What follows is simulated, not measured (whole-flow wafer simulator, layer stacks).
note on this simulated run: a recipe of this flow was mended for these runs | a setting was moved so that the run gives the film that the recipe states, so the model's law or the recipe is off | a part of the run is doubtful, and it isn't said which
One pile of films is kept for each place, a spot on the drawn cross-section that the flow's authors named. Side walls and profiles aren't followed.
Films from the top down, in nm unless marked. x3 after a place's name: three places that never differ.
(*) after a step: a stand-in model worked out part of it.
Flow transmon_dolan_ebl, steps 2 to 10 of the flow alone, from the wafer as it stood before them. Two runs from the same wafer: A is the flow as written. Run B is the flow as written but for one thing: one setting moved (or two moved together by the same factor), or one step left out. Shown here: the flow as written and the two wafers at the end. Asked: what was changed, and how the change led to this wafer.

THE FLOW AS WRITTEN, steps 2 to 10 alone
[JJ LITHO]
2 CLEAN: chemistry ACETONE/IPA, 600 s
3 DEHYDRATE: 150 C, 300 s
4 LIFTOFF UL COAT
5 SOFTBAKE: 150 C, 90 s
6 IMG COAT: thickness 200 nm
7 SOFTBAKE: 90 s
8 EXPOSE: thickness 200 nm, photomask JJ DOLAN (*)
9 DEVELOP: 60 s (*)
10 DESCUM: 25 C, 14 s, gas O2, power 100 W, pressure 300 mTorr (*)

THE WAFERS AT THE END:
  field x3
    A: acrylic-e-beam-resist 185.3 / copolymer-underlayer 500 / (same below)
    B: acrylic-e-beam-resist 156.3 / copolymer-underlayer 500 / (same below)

The cause: step 6, IMG COAT: thickness 171 nm was run, where the flow has thickness 200 nm; step 8, EXPOSE: thickness 171 nm was run, where the flow has thickness 200 nm.

How the change led to this, step by step:
  6 IMG COAT: thickness 200 nm
      field x3, jj_line: A acrylic-e-beam-resist +200 (new film) | B acrylic-e-beam-resist +171 (new film)
  9 DEVELOP: 60 s (*)
      jj_line: A acrylic-e-beam-resist -200 (all of it), copolymer-underlayer -500 (all of it) | B acrylic-e-beam-resist -171 (all of it), copolymer-underlayer -500 (all of it)
